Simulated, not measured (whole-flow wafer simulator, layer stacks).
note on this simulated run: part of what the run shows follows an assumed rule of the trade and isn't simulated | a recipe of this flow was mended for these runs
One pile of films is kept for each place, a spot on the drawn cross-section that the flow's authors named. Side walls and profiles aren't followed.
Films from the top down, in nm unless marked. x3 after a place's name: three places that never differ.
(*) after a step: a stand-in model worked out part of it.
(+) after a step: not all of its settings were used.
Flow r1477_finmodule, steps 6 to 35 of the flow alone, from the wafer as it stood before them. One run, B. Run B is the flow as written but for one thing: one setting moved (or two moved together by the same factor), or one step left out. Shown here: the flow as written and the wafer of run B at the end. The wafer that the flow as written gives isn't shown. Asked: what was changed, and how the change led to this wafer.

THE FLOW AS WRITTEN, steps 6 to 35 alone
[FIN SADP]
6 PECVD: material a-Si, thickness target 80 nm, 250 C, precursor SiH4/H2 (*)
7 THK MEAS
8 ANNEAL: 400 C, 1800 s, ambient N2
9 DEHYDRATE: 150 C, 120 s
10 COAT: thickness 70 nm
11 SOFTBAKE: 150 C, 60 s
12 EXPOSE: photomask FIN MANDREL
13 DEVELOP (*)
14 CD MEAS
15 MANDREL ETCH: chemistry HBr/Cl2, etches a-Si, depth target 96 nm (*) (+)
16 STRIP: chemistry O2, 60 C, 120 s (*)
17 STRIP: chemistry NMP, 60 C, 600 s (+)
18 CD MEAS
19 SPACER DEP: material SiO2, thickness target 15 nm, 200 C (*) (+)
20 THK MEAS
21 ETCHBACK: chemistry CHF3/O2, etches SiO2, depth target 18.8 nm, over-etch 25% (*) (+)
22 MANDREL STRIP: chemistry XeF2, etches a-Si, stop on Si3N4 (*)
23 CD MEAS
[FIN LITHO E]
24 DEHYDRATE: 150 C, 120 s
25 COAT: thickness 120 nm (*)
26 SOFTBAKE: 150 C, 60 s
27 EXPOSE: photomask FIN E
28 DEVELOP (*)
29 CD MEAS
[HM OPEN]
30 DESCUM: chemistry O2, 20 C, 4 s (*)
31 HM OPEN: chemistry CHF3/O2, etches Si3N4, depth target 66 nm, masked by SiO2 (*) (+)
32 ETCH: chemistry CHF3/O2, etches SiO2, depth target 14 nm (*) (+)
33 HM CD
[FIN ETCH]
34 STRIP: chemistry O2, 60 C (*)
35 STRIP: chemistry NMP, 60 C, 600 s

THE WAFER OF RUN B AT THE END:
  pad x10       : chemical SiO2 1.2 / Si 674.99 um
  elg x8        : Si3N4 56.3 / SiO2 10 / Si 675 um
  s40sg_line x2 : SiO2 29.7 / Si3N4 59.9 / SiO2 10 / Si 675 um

The cause: step 15, MANDREL ETCH: depth target 80.6 nm was run, where the flow has depth target 96 nm.

How the change led to this, step by step:
  15 MANDREL ETCH: chemistry HBr/Cl2, etches a-Si, depth target 96 nm (*) (+)
      pad x10, elg x8, s40sg x2, s40sg_line x2, s45sg x2, s45sg_line x2, s50sg x2, s50sg_line x2: a-Si -80 (all of it), Si3N4 -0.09 (as written it would be: a-Si -80 (all of it), Si3N4 -2.29)
      s40cg x2, s45cg x2, s50cg x2: e-beam-resist -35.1 (as written it would be: e-beam-resist -41)
  16 STRIP: chemistry O2, 60 C, 120 s (*)
      s40cg x2, s45cg x2, s50cg x2: chemical SiO2 +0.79 (new film), e-beam-resist -34.9 (all of it), a-Si -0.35 (as written it would be: chemical SiO2 +0.89 (new film), e-beam-resist -29 (all of it), a-Si -0.39)
  31 HM OPEN: chemistry CHF3/O2, etches Si3N4, depth target 66 nm, masked by SiO2 (*) (+)
      pad x10, s40sg x2, s45sg x2, s50sg x2: Si3N4 -56.3 (all of it), SiO2 -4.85 (as written it would be: Si3N4 -54.1 (all of it), SiO2 -5.95)
  32 ETCH: chemistry CHF3/O2, etches SiO2, depth target 14 nm (*) (+)
      pad x10, s40sg x2, s45sg x2, s50sg x2: SiO2 -5.15 (all of it), Si -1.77 (as written it would be: SiO2 -4.05 (all of it), Si -1.99)
